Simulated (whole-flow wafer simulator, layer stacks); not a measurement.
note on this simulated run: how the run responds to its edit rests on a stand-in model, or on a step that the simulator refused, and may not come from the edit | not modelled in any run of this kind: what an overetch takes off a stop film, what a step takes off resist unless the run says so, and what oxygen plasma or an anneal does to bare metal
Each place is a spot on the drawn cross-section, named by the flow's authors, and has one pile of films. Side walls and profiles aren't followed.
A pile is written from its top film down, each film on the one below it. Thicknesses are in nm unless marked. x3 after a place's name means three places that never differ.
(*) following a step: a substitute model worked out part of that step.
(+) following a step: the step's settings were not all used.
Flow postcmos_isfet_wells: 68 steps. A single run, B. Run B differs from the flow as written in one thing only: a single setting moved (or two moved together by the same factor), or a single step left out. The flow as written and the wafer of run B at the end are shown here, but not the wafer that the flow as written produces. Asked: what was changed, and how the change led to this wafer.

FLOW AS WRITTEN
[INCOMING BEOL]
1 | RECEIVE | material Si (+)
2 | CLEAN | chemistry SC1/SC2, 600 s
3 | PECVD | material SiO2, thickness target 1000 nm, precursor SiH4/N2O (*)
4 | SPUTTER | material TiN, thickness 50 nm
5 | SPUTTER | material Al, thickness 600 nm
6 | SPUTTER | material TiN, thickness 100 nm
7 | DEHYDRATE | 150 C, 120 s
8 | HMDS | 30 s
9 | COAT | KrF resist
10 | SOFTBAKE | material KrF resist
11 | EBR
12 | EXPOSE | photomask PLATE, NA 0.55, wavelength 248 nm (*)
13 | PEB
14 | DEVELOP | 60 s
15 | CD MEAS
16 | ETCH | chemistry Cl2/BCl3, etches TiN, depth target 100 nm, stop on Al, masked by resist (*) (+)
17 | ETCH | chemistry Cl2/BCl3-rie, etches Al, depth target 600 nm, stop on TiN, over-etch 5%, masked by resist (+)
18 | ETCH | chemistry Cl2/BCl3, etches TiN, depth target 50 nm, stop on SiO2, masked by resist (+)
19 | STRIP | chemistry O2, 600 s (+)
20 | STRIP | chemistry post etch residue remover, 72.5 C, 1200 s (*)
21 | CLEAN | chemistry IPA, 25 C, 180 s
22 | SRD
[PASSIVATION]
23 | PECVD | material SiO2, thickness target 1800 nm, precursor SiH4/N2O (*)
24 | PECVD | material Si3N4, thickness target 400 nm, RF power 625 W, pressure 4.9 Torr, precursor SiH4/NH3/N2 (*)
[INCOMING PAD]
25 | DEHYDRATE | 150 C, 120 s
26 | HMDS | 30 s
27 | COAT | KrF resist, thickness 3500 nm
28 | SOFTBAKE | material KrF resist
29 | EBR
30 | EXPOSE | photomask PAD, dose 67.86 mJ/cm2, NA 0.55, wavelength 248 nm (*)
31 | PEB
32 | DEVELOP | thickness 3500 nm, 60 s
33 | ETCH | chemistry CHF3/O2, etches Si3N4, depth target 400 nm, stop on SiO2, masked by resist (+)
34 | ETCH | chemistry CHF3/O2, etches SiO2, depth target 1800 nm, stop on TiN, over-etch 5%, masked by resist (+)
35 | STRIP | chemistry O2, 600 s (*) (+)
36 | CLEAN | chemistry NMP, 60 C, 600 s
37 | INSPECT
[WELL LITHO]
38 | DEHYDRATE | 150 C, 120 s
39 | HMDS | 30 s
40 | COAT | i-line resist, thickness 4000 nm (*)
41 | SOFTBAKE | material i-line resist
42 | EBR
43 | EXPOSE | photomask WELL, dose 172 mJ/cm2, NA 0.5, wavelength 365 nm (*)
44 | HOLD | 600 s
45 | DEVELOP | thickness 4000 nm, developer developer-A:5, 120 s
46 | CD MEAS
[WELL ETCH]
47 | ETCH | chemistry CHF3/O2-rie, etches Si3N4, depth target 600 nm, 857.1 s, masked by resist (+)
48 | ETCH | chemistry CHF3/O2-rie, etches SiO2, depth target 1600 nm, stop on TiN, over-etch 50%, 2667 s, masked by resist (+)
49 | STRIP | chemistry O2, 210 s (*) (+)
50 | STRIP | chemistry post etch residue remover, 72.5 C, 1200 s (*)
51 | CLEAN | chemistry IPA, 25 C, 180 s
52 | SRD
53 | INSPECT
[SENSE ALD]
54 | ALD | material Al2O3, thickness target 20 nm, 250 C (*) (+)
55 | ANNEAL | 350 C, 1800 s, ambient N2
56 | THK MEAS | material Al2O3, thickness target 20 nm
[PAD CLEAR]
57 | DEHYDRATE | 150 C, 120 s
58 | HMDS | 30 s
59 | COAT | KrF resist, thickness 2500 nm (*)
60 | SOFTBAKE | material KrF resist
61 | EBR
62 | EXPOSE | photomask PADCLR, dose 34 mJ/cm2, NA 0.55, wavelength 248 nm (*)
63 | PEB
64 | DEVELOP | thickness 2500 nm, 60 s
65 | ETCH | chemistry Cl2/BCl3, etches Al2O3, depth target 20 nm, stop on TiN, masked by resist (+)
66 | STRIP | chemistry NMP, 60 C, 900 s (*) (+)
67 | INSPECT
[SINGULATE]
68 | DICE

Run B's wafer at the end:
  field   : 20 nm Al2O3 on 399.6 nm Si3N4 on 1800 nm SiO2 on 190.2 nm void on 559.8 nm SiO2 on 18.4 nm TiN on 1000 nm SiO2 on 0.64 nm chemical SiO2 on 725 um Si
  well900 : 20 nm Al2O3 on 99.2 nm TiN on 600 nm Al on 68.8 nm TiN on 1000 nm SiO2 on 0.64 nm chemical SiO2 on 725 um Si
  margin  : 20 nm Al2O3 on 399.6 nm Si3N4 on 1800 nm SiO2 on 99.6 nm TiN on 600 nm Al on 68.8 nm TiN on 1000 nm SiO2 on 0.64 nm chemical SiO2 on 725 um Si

The reason: step 4, SPUTTER: thickness 68.8 nm was run, while the flow as written has thickness 50 nm.
The wafer itself shows it: well900 has TiN 68.8, and step 4 as written asks for 50 nm.

The path from the change to this, step by step:
  4 | SPUTTER | material TiN, thickness 50 nm
      field, margin, well900, well1300 x3, pad_rim, pad_clr, pad_open: TiN gains 68.8 (new film) (as written it would have been: TiN gains 50 (new film))
  18 | ETCH | chemistry Cl2/BCl3, etches TiN, depth target 50 nm, stop on SiO2, masked by resist (+)
      field: TiN loses 50 (as written it would have been: TiN loses 50 (all of it))
  23 | PECVD | material SiO2, thickness target 1800 nm, precursor SiH4/N2O (*)
      field: SiO2 gains 1800 (new film), void gains 190.2 (new film), SiO2 gains 559.8 (new film) (as written it would have been: SiO2 gains 1800 (new film), void gains 189.9 (new film), SiO2 gains 559.7)
With metal films that touch counted as one body, field has 1 body; the flow as written gives 0 bodies.
